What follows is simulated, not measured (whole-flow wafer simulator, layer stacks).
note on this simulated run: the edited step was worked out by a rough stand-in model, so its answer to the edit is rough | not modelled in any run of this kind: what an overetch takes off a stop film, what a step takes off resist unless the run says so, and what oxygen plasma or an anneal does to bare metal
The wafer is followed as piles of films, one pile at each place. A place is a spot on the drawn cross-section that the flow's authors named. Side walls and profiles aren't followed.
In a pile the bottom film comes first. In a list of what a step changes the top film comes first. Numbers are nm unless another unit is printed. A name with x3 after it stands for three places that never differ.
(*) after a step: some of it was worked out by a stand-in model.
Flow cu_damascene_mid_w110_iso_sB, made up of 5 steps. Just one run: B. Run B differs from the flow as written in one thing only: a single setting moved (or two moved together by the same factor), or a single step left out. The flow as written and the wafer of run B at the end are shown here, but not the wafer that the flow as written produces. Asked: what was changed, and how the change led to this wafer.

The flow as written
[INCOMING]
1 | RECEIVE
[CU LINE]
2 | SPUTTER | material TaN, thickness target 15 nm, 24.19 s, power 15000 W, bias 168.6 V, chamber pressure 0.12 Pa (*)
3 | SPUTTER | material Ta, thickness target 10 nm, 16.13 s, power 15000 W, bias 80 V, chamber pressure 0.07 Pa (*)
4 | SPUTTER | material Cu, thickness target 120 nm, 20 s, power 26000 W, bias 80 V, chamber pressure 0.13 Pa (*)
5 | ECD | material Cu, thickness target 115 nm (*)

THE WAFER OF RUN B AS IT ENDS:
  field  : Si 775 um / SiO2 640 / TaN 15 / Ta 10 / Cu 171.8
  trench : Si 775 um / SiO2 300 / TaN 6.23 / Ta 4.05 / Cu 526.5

Cause: step 5, ECD: thickness target 51.8 nm was run, while the flow as written has thickness target 115 nm.

The path from the change to this, step by step:
  5 | ECD | material Cu, thickness target 115 nm (*)
      field: Cu gains 51.8 (in the flow as written it would be: Cu gains 115)
      trench: Cu gains 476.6 (in the flow as written it would be: Cu gains 539.8)
